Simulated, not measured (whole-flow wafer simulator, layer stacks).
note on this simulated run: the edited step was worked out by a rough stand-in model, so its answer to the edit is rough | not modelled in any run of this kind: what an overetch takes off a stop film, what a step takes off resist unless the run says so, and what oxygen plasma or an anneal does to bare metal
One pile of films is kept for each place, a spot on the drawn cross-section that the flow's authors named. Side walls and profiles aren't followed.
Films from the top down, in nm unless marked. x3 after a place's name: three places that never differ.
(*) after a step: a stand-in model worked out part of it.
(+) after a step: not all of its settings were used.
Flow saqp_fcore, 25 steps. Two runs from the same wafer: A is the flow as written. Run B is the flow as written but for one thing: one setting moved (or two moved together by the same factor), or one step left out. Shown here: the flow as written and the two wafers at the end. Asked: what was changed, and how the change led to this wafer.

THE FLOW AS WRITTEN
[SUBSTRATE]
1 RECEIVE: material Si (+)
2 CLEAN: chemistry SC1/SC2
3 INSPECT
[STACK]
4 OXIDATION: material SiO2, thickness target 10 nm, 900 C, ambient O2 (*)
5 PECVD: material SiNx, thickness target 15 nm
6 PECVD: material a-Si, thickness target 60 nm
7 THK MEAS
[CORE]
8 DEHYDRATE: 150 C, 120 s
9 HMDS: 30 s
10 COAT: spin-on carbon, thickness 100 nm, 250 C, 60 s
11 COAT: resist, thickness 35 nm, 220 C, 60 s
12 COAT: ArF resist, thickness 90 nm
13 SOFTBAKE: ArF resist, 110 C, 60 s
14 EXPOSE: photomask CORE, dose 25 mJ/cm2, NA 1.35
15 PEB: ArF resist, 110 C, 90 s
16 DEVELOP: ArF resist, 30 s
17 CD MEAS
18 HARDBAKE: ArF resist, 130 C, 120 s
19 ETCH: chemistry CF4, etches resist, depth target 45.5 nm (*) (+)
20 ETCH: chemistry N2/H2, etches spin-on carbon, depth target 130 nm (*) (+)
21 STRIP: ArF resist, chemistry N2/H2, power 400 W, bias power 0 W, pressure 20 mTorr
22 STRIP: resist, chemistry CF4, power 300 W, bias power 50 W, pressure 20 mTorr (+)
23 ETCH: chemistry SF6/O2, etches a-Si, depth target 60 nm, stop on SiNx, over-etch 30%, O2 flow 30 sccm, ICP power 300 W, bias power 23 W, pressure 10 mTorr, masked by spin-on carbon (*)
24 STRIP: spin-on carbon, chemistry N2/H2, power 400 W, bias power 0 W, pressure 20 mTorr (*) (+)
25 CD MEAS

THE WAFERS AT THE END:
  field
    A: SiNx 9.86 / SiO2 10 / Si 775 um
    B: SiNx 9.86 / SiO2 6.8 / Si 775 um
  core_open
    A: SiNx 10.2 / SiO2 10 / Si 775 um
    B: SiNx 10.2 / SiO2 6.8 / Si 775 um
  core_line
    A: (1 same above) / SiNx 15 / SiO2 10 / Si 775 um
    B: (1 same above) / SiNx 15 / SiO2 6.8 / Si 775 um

The cause: step 4, OXIDATION: thickness target 6.8 nm was run, where the flow has thickness target 10 nm.
It can be read off the wafer: field has SiO2 6.8, and step 4 as written asks for 10 nm.

How the change led to this, step by step:
  4 OXIDATION: material SiO2, thickness target 10 nm, 900 C, ambient O2 (*)
      field, core_open, core_line: A SiO2 +10 (new film), chemical SiO2 -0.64 (all of it), Si -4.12 | B SiO2 +6.8 (new film), chemical SiO2 -0.64 (all of it), Si -2.71
